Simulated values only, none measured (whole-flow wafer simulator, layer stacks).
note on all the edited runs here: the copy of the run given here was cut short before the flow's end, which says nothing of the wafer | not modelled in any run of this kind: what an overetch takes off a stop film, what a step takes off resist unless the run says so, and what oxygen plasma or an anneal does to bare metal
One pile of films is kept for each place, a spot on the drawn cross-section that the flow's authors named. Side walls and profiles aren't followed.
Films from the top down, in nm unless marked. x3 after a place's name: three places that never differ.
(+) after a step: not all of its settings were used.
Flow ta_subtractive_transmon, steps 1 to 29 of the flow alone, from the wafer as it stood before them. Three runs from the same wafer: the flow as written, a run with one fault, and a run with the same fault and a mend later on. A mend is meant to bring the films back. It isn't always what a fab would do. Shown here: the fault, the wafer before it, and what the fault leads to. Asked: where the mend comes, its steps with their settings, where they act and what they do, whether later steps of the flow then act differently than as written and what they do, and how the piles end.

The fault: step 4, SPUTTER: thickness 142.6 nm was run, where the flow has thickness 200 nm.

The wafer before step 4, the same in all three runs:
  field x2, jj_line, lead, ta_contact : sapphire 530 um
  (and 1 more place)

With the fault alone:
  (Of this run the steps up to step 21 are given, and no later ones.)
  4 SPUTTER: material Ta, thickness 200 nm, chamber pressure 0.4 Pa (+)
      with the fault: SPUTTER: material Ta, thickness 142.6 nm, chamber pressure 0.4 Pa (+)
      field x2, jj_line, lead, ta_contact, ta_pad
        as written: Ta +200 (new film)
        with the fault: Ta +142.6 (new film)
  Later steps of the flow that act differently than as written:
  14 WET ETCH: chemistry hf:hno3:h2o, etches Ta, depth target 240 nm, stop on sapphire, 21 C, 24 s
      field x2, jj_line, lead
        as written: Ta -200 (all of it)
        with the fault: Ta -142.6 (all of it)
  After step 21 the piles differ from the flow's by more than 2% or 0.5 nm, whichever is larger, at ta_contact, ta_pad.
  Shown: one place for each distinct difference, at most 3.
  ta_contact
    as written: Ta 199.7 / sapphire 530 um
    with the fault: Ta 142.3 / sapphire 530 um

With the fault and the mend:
  The mend comes after step 5.
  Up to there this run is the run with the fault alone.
  5a WET ETCH: chemistry hf:hno3:h2o, etches Ta, depth target 163.9 nm, stop on sapphire, 21 C, 16.39 s
      field x2, jj_line, lead, ta_contact, ta_pad
        Ta -142.6 (all of it)
  5b SPUTTER: material Ta, thickness 200 nm, chamber pressure 0.4 Pa (+) (the flow's step 4 once more)
      field x2, jj_line, lead, ta_contact, ta_pad
        Ta +200 (new film)
  No later step of the flow acts differently than as written at any place that is followed.
  At the end the piles are the same as the flow's at every place that both follow.
